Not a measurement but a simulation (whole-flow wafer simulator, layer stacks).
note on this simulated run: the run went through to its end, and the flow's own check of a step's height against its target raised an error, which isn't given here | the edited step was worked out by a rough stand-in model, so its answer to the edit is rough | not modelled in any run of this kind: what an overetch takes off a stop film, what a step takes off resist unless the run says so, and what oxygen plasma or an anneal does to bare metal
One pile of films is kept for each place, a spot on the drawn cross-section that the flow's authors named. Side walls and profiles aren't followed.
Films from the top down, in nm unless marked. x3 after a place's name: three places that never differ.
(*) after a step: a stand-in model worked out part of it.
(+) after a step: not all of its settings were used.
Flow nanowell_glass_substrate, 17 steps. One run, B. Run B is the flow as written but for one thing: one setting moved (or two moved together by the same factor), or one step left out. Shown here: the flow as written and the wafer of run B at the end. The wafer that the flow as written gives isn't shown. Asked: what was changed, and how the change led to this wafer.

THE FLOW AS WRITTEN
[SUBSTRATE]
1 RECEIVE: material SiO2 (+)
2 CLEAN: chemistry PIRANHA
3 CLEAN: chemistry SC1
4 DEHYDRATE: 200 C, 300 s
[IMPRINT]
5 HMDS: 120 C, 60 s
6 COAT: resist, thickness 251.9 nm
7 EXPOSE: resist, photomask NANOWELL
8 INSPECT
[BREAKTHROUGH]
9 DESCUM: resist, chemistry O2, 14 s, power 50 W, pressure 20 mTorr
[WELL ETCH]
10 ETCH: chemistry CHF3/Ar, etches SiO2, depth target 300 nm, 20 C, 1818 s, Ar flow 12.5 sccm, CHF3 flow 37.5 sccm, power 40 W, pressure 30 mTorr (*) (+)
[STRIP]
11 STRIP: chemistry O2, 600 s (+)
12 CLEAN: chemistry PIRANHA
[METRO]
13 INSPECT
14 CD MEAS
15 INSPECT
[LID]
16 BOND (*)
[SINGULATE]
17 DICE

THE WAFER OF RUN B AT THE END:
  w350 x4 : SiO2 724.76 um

The cause: step 10, ETCH: depth target 237.3 nm was run, where the flow has depth target 300 nm; step 10, ETCH: 1438 s was run, where the flow has 1818 s.

How the change led to this, step by step:
  10 ETCH: chemistry CHF3/Ar, etches SiO2, depth target 300 nm, 20 C, 1818 s, Ar flow 12.5 sccm, CHF3 flow 37.5 sccm, power 40 W, pressure 30 mTorr (*) (+)
      w350 x4: SiO2 -237.3 (as written it would be: SiO2 -300)
      land: resist -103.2 (as written it would be: resist -130.4)
  11 STRIP: chemistry O2, 600 s (+)
      land: resist -153.2 (all of it) (as written it would be: resist -125.9 (all of it))
